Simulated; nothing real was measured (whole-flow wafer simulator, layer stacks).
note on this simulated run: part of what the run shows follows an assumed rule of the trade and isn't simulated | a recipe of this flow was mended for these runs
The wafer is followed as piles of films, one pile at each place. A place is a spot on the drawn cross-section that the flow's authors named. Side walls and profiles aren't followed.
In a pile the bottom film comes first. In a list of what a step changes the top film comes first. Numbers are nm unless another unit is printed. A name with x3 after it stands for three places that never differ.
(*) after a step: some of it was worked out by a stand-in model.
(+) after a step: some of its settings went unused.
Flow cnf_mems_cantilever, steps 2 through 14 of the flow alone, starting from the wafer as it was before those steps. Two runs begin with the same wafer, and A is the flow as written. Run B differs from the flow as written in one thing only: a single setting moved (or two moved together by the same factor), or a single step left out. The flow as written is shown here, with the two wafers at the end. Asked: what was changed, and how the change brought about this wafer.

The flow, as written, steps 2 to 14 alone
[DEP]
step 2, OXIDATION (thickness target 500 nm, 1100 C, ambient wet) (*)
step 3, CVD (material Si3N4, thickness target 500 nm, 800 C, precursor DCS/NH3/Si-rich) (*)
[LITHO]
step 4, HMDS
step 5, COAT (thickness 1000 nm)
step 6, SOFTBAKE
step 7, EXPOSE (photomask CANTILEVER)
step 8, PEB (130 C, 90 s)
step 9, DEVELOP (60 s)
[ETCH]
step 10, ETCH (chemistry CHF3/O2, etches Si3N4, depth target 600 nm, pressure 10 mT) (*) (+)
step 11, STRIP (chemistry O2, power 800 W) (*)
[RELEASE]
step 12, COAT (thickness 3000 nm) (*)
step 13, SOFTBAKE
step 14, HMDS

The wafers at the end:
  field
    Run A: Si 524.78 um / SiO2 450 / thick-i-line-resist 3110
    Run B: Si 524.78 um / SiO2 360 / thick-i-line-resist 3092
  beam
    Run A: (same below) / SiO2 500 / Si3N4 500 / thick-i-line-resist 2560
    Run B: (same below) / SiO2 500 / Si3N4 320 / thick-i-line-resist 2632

The reason: step 3, CVD: thickness target 320 nm was run, while the flow as written has thickness target 500 nm.
One can read it off the wafer: beam has Si3N4 320, and step 3 as written asks for 500 nm.

Step by step, how the change led to this:
  step 3, CVD (material Si3N4, thickness target 500 nm, 800 C, precursor DCS/NH3/Si-rich) (*)
      field, beam: A +500 Si3N4 (new film) | B +320 Si3N4 (new film)
  step 10, ETCH (chemistry CHF3/O2, etches Si3N4, depth target 600 nm, pressure 10 mT) (*) (+)
      field: A -500 Si3N4 (all of it), -50 SiO2 | B -320 Si3N4 (all of it), -140 SiO2
  step 12, COAT (thickness 3000 nm) (*)
      beam: A +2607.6 thick-i-line-resist (new film) | B +2670.6 thick-i-line-resist (new film)
  step 13, SOFTBAKE
      field: A +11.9 thick-i-line-resist | B +9.64 thick-i-line-resist
      beam: A -47.6 thick-i-line-resist | B -38.6 thick-i-line-resist
